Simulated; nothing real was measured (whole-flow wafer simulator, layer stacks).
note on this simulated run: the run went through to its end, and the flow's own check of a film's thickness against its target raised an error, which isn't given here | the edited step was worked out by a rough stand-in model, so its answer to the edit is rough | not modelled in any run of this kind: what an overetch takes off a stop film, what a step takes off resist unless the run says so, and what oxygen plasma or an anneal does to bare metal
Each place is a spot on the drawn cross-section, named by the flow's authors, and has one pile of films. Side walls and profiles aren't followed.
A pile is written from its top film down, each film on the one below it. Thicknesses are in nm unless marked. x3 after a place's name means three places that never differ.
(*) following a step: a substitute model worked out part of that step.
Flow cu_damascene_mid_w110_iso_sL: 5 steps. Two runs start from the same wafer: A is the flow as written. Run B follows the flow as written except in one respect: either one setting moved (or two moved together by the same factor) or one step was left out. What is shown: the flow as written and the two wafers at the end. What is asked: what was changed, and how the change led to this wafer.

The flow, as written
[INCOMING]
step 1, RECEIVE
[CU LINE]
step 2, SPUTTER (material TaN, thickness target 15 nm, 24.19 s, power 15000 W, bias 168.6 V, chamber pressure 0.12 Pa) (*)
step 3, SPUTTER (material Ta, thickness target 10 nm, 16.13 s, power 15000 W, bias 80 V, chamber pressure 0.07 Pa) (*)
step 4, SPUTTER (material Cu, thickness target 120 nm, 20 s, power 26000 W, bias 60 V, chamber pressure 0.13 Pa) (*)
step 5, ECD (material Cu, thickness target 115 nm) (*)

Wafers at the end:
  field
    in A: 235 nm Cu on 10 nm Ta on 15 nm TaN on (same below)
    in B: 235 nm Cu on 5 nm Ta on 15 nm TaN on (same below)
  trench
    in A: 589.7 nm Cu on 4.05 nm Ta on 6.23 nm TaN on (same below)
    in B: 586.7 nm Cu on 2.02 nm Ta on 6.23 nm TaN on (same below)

The reason: step 3, SPUTTER: thickness target 5 nm was run, whereas the flow has thickness target 10 nm; step 3, SPUTTER: 8.06 s was run, where the flow has 16.13 s.
The wafer itself shows it: field has Ta 5, and step 3 as written asks for 10 nm.

The path from the change to this, step by step:
  step 3, SPUTTER (material Ta, thickness target 10 nm, 16.13 s, power 15000 W, bias 80 V, chamber pressure 0.07 Pa) (*)
      field: A +10 Ta (new film) | B +5 Ta (new film)
      trench: A +4.05 Ta (new film) | B +2.02 Ta (new film)
